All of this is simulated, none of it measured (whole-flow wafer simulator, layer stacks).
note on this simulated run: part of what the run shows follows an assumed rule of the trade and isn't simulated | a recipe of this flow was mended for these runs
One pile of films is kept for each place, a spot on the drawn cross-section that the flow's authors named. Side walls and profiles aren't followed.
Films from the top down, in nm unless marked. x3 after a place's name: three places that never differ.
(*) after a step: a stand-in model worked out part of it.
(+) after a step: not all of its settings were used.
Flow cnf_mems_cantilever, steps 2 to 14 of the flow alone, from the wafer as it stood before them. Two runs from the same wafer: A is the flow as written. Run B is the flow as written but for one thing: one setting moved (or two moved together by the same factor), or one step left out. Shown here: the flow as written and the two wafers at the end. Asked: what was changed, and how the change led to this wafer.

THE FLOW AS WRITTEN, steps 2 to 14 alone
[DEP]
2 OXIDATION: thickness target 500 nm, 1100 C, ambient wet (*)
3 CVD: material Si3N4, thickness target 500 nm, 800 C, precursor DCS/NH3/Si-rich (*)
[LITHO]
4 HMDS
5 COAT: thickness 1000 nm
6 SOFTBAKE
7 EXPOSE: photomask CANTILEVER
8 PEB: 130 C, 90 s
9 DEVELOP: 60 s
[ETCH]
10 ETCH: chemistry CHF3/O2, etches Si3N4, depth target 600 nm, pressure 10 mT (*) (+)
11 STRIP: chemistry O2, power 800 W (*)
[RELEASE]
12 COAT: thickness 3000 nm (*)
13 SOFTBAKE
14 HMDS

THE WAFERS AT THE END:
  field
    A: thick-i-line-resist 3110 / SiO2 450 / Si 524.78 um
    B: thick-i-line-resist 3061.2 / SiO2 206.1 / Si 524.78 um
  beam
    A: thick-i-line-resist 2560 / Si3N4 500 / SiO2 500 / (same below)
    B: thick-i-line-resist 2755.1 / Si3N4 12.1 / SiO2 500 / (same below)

The cause: step 3, CVD: 620 C was run, where the flow has 800 C.

How the change led to this, step by step:
  3 CVD: material Si3N4, thickness target 500 nm, 800 C, precursor DCS/NH3/Si-rich (*)
      field, beam: A Si3N4 +500 (new film) | B Si3N4 +12.1 (new film)
  10 ETCH: chemistry CHF3/O2, etches Si3N4, depth target 600 nm, pressure 10 mT (*) (+)
      field: A Si3N4 -500 (all of it), SiO2 -50 | B Si3N4 -12.1 (all of it), SiO2 -293.9
  12 COAT: thickness 3000 nm (*)
      beam: A thick-i-line-resist +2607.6 (new film) | B thick-i-line-resist +2779.4 (new film)
  13 SOFTBAKE
      field: A thick-i-line-resist +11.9 | B thick-i-line-resist +6.06
      beam: A thick-i-line-resist -47.6 | B thick-i-line-resist -24.3
